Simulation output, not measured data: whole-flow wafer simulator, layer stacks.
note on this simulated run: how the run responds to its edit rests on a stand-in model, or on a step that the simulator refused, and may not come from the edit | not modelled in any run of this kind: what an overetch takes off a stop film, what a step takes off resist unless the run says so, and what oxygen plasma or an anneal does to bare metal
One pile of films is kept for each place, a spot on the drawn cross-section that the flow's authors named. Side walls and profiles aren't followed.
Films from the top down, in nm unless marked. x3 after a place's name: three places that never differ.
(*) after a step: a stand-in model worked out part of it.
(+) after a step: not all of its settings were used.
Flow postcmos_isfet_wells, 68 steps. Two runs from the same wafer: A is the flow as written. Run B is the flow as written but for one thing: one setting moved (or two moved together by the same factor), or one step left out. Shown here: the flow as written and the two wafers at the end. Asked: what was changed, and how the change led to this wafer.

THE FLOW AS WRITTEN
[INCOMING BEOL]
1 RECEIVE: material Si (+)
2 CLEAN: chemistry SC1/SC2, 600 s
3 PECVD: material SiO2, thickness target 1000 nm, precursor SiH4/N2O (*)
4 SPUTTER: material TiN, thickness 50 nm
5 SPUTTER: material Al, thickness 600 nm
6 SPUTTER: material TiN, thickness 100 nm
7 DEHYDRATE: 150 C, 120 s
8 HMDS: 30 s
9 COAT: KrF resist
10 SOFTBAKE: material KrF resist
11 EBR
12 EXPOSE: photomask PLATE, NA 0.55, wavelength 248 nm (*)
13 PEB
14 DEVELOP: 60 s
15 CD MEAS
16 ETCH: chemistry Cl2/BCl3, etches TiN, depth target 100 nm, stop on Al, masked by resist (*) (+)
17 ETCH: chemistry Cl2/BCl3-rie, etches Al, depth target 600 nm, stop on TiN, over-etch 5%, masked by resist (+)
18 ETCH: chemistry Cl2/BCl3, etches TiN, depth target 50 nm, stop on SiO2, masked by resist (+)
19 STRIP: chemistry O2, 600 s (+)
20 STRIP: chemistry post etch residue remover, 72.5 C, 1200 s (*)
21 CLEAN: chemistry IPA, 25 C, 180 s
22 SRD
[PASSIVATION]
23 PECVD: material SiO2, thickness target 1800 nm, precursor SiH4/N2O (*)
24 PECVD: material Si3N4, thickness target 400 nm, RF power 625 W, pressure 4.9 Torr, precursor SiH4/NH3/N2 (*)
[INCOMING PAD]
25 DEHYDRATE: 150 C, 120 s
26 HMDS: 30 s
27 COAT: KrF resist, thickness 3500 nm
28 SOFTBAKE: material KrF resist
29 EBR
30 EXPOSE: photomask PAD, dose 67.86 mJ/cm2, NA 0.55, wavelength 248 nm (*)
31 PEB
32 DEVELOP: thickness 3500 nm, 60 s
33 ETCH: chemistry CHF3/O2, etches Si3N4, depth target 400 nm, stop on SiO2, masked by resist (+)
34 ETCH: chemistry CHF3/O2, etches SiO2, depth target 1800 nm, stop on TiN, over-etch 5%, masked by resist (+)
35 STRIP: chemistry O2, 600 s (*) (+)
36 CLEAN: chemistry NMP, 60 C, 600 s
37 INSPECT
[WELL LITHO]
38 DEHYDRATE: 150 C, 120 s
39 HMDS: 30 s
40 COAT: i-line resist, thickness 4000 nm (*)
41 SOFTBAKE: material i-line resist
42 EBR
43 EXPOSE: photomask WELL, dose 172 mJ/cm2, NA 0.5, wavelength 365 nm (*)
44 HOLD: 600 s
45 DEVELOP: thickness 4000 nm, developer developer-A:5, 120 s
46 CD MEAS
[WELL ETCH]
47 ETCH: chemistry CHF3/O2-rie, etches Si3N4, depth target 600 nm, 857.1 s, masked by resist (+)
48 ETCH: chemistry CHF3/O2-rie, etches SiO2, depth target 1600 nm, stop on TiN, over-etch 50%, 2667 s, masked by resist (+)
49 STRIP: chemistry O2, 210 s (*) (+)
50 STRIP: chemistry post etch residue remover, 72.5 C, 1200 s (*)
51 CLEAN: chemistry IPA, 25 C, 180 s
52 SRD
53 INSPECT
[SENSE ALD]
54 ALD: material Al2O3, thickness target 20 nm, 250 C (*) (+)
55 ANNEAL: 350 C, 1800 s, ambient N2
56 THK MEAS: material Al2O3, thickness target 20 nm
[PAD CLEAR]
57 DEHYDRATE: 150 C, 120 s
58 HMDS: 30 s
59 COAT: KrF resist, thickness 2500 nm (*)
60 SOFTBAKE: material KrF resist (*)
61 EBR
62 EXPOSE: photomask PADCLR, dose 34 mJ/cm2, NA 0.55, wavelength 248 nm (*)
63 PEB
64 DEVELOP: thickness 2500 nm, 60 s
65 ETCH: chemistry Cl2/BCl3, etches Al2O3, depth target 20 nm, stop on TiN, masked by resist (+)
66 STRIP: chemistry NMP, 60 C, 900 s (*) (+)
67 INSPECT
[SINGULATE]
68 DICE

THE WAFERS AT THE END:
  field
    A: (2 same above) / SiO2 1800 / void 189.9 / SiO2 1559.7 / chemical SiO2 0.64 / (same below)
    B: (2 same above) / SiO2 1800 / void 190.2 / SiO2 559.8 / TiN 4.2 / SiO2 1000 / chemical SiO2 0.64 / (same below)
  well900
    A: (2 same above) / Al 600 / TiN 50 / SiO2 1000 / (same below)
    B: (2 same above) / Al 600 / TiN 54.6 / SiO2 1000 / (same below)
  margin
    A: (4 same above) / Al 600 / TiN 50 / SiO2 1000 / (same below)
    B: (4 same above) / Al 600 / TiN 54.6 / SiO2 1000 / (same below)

The cause: step 4, SPUTTER: thickness 54.62 nm was run, where the flow has thickness 50 nm.
It can be read off the wafer: well900 has TiN 54.6, and step 4 as written asks for 50 nm.

How the change led to this, step by step:
  4 SPUTTER: material TiN, thickness 50 nm
      field, margin, well900 and 6 more: A TiN +50 (new film) | B TiN +54.6 (new film)
  18 ETCH: chemistry Cl2/BCl3, etches TiN, depth target 50 nm, stop on SiO2, masked by resist (+)
      field: A TiN -50 (all of it) | B TiN -50
  23 PECVD: material SiO2, thickness target 1800 nm, precursor SiH4/N2O (*)
      field: A SiO2 +1800 (new film), void +189.9 (new film), SiO2 +559.7 | B SiO2 +1800 (new film), void +190.2 (new film), SiO2 +559.8 (new film)
Counting metal films that touch as one body, field has 1 body; the flow as written gives 0 bodies.
